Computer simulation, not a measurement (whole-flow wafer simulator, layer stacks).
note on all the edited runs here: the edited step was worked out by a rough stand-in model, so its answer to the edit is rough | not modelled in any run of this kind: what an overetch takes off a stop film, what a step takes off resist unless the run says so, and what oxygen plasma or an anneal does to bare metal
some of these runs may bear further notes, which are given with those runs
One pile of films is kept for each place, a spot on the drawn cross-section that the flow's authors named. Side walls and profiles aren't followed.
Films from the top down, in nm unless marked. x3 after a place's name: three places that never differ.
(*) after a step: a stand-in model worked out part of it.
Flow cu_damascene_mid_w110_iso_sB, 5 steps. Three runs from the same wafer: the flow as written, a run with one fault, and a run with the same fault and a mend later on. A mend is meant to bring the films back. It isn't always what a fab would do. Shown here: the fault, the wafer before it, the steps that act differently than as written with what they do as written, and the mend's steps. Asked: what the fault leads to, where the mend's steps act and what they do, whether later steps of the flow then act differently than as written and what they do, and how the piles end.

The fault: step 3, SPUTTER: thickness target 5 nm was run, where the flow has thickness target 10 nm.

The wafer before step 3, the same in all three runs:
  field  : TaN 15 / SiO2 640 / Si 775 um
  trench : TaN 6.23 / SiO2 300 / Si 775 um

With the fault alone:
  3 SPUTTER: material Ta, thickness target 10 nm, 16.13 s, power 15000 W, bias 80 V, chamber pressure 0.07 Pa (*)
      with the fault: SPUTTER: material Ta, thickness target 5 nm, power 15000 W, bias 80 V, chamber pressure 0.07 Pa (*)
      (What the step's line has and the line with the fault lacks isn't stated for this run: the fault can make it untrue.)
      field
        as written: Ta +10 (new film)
        with the fault: Ta +5 (new film)
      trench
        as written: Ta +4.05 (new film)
        with the fault: Ta +2.02 (new film)
  No later step of the flow acts differently than as written, at any place that is followed, by more than 2% or 0.5 nm, whichever is larger.
  At the end the piles differ from the flow's by more than 2% or 0.5 nm, whichever is larger, at field, trench.
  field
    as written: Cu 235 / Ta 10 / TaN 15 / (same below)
    with the fault: Cu 235 / Ta 5 / TaN 15 / (same below)
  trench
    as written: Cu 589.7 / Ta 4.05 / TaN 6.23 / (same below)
    with the fault: Cu 586.7 / Ta 2.02 / TaN 6.23 / (same below)

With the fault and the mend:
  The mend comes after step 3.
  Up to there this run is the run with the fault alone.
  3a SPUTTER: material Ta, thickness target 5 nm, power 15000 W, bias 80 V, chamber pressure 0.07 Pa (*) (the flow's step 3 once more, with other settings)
      field
        Ta +5
      trench
        Ta +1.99
  No later step of the flow acts differently than as written at any place that is followed.
  At the end the piles differ from the flow's only slightly at the places that both follow, by at most 2% or 0.5 nm, whichever is larger.
